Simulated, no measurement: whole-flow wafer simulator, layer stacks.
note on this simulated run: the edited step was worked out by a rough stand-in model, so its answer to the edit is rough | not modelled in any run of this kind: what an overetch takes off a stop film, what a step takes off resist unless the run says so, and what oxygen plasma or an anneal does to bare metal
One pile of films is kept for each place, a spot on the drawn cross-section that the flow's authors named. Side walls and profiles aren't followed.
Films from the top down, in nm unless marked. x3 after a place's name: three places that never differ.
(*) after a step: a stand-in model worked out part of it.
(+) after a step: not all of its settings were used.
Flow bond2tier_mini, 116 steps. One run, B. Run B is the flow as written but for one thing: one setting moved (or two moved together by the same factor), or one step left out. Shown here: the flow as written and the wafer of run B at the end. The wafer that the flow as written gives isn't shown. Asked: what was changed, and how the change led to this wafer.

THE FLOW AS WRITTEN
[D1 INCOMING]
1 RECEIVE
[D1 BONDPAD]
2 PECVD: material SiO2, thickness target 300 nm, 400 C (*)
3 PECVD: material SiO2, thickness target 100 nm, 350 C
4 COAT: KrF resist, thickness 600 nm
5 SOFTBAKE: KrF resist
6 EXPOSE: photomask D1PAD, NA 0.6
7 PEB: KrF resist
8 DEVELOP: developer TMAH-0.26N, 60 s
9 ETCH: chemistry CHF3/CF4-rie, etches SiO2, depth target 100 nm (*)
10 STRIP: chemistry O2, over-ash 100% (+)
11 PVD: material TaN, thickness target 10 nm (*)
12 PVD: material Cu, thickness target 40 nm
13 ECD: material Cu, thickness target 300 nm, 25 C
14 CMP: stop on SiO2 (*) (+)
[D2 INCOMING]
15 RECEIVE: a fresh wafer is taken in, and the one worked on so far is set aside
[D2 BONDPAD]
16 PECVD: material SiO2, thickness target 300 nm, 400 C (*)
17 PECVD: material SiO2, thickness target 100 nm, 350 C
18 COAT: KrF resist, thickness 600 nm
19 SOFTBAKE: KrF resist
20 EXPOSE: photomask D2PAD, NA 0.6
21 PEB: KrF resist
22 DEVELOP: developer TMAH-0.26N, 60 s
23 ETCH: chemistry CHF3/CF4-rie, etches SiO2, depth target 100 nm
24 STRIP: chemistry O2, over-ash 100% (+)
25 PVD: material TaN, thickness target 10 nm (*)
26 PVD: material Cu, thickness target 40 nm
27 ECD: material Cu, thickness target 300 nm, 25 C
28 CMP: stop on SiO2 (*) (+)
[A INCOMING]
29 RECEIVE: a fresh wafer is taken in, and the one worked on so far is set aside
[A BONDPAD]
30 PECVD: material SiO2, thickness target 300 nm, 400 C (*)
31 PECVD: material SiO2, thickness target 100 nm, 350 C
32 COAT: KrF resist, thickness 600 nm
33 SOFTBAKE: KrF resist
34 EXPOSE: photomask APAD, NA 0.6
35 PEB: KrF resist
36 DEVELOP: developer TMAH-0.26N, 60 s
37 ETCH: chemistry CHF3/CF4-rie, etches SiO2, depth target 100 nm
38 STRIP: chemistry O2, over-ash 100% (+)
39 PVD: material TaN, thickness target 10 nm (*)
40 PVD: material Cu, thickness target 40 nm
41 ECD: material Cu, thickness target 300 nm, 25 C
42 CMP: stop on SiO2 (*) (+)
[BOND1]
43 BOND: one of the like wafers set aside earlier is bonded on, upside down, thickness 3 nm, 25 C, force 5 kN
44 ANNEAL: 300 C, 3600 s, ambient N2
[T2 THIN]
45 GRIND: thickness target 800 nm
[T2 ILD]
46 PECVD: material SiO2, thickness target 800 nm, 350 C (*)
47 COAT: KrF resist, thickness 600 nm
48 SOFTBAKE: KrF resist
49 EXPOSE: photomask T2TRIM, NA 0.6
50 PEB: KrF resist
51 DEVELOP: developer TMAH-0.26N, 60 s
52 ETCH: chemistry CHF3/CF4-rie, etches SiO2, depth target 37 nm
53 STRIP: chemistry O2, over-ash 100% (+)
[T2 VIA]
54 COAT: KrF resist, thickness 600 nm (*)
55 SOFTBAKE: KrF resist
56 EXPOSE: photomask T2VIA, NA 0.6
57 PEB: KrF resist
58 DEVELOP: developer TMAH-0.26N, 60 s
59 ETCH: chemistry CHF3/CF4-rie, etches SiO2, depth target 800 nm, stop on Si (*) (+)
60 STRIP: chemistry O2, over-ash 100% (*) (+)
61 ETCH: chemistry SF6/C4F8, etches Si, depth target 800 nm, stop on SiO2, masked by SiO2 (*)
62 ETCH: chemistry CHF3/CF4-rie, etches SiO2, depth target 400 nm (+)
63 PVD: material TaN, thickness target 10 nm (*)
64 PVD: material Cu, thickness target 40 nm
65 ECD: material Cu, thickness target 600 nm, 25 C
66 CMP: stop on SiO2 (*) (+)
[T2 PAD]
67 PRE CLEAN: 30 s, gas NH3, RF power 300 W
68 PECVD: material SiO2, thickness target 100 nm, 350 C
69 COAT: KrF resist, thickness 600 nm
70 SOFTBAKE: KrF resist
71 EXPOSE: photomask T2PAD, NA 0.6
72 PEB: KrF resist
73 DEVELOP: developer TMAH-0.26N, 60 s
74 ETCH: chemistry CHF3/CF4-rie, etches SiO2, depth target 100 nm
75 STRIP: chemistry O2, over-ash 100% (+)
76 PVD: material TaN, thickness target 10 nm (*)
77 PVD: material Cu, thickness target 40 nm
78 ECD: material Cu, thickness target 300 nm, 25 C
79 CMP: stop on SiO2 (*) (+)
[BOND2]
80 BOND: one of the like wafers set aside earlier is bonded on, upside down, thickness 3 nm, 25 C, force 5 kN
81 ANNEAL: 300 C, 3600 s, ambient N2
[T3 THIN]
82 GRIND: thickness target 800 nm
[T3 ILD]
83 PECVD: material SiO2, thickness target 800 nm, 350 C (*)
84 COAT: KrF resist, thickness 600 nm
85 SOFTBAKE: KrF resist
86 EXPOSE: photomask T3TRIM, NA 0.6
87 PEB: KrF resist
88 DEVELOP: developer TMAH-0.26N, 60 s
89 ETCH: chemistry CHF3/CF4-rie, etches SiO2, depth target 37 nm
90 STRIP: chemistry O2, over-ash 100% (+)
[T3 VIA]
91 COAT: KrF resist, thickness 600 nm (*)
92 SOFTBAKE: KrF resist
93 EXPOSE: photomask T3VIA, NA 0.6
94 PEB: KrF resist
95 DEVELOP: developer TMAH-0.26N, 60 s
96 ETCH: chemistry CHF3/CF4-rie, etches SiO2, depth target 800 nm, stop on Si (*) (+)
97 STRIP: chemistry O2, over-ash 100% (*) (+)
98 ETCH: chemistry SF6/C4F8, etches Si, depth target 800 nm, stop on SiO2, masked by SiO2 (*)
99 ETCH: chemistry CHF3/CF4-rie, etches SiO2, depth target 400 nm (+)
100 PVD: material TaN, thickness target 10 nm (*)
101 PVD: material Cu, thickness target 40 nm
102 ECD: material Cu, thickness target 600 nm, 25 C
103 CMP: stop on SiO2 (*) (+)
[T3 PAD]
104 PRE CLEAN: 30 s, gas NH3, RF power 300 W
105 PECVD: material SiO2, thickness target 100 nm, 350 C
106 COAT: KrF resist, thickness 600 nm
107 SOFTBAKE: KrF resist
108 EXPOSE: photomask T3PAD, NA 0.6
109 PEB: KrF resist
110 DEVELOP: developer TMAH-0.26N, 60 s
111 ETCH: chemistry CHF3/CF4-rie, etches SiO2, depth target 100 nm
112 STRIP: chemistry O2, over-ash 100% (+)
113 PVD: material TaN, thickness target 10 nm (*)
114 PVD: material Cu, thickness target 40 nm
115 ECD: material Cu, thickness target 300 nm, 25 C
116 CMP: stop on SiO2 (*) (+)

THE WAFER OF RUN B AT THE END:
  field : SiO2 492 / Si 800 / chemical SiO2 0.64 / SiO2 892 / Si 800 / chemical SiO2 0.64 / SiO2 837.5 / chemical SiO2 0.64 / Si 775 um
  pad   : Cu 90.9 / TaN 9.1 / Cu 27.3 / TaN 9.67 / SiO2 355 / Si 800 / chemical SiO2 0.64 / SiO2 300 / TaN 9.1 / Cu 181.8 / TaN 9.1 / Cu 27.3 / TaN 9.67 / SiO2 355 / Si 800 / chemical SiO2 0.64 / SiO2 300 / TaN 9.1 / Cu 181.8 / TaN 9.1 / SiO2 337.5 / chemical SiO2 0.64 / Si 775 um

The cause: step 30, PECVD: thickness target 337.5 nm was run, where the flow has thickness target 300 nm.
It can be read off the wafer: pad has SiO2 337.5, and step 30 as written asks for 300 nm.

How the change led to this, step by step:
  30 PECVD: material SiO2, thickness target 300 nm, 400 C (*)
      field, pad, via: SiO2 +337.5 (new film) (as written it would be: SiO2 +300 (new film))
